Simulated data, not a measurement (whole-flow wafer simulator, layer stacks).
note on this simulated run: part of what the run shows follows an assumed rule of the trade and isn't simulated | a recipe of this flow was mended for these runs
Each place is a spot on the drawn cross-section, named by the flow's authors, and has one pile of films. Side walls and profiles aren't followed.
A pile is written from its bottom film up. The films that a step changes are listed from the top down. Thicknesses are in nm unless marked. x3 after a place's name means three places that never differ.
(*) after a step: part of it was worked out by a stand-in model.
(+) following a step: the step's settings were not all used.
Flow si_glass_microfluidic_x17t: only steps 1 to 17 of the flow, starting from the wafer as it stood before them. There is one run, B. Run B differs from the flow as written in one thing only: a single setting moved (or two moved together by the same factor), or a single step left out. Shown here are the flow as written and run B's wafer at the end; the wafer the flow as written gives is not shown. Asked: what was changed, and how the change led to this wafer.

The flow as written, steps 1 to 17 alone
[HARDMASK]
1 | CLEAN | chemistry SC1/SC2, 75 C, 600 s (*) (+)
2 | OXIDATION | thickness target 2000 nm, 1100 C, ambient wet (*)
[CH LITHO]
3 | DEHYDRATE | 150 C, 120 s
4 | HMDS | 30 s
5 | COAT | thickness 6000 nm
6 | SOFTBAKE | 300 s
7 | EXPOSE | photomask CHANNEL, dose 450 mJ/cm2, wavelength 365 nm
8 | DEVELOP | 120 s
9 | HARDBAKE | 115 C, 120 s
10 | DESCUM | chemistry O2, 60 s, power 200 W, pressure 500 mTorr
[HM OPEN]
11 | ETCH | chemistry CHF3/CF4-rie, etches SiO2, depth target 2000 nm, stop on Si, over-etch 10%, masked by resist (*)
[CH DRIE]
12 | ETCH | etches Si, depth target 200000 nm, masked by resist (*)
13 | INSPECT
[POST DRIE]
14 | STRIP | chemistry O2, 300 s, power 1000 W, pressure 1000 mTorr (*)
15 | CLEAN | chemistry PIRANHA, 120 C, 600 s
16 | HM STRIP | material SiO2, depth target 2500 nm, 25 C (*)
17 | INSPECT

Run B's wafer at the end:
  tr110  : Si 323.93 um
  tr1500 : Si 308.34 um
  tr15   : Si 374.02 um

The reason: step 11, ETCH: depth target 2480 nm was run, though the flow has depth target 2000 nm.

Step by step, how the change led to this:
  11 | ETCH | chemistry CHF3/CF4-rie, etches SiO2, depth target 2000 nm, stop on Si, over-etch 10%, masked by resist (*)
      tr110, tr1500, tr15: SiO2 loses 2000 (all of it), Si loses 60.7 (as written it would have been: SiO2 loses 2000 (all of it), Si loses 16.7)
      land: thick-i-line-resist loses 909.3 (as written it would have been: thick-i-line-resist loses 733.3)
  12 | ETCH | etches Si, depth target 200000 nm, masked by resist (*)
      tr1500: Si loses 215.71 um (as written it would have been: Si loses 215.73 um)
      tr15: Si loses 150.04 um (as written it would have been: Si loses 149.99 um)
  14 | STRIP | chemistry O2, 300 s, power 1000 W, pressure 1000 mTorr (*)
      land: thick-i-line-resist loses 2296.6 (all of it) (as written it would have been: thick-i-line-resist loses 2472.3 (all of it))
